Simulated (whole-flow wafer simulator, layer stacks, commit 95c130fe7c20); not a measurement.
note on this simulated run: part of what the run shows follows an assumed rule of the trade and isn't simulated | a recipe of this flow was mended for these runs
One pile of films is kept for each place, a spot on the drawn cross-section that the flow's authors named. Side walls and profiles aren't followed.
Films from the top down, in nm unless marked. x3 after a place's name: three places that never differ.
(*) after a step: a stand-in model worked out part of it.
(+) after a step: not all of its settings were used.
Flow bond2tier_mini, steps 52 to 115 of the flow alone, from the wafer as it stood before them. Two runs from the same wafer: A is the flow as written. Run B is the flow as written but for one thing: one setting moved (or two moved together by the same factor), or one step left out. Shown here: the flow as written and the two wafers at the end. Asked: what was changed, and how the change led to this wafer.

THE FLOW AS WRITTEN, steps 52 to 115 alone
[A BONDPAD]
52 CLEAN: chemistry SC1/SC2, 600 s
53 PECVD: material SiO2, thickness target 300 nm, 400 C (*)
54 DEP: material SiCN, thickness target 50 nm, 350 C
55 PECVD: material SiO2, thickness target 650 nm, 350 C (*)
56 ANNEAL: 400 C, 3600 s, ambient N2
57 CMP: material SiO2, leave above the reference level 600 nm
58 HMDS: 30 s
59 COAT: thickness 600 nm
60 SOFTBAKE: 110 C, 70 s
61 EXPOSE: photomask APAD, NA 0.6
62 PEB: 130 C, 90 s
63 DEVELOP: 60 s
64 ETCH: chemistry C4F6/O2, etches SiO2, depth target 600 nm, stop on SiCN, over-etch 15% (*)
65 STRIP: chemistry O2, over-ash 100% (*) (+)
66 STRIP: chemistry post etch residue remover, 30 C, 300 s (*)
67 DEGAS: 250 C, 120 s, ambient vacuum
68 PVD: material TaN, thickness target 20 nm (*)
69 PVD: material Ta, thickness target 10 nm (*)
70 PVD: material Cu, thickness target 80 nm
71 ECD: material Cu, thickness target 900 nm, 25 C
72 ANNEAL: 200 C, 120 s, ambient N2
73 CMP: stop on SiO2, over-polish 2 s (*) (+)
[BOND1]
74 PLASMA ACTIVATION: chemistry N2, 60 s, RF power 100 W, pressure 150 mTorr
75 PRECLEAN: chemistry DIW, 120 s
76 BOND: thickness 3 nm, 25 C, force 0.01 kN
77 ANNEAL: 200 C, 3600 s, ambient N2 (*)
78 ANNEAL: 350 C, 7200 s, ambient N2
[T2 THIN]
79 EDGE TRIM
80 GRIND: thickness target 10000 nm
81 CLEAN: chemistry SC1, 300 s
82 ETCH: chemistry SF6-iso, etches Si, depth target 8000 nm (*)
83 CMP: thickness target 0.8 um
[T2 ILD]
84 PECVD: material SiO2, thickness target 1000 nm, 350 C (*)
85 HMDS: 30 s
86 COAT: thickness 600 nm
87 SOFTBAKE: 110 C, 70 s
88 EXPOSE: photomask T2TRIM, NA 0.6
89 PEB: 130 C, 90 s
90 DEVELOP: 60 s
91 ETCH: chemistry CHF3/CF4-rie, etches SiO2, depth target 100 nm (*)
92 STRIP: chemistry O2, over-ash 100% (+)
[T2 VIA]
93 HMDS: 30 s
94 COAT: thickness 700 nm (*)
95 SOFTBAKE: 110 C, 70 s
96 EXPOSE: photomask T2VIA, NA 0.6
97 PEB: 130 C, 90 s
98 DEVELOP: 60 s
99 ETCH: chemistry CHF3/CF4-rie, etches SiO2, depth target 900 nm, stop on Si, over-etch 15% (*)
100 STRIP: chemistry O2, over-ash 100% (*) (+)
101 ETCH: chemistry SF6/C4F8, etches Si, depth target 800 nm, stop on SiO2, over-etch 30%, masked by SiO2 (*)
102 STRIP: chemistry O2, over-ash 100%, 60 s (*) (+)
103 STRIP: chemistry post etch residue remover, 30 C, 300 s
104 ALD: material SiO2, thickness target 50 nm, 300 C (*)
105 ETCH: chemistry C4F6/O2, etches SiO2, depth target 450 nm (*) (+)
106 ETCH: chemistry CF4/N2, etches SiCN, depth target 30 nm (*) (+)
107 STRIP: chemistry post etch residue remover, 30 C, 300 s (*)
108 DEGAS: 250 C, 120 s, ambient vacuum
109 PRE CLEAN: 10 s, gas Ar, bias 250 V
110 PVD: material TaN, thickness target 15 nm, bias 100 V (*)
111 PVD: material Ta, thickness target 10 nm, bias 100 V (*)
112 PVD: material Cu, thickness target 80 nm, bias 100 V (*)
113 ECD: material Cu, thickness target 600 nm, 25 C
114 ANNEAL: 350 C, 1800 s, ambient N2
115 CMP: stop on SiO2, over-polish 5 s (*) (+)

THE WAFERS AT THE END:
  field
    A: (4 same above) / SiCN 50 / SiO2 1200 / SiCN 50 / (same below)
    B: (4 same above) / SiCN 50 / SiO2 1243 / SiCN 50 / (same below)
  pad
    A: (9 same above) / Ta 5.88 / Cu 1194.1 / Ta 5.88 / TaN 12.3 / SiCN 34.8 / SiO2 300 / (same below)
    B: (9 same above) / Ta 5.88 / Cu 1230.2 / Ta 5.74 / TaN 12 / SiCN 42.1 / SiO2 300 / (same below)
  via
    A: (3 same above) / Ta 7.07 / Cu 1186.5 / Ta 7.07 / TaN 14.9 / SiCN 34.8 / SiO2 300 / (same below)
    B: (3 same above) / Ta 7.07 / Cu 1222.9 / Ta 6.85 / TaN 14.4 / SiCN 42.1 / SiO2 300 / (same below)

The cause: step 57, CMP: leave above the reference level 643 nm was run, where the flow has leave above the reference level 600 nm; step 59, COAT: thickness 643 nm was run, where the flow has thickness 600 nm.

How the change led to this, step by step:
  57 CMP: material SiO2, leave above the reference level 600 nm
      field, pad, via: A SiO2 -50 | B SiO2 -7
  59 COAT: thickness 600 nm
      field, pad, via: A thick-KrF-resist +600 (new film) | B thick-KrF-resist +643 (new film)
  62 PEB: 130 C, 90 s
      field, pad, via: A thick-KrF-resist -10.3 | B thick-KrF-resist -11.2
  63 DEVELOP: 60 s
      pad, via: A thick-KrF-resist -589.7 (all of it) | B thick-KrF-resist -631.8 (all of it)
  64 ETCH: chemistry C4F6/O2, etches SiO2, depth target 600 nm, stop on SiCN, over-etch 15% (*)
      pad, via: A SiO2 -600 (all of it), SiCN -15.2 | B SiO2 -643 (all of it), SiCN -7.93
  65 STRIP: chemistry O2, over-ash 100% (*) (+)
      field: A thick-KrF-resist -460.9 (all of it) | B thick-KrF-resist -503.1 (all of it)
  70 PVD: material Cu, thickness target 80 nm
      pad: A Cu +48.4 (new film) | B Cu +47.3 (new film)
      via: A Cu +59 (new film) | B Cu +57.3 (new film)
  71 ECD: material Cu, thickness target 900 nm, 25 C
      pad: A Cu +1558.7 | B Cu +1596
      via: A Cu +1544.3 | B Cu +1582.4
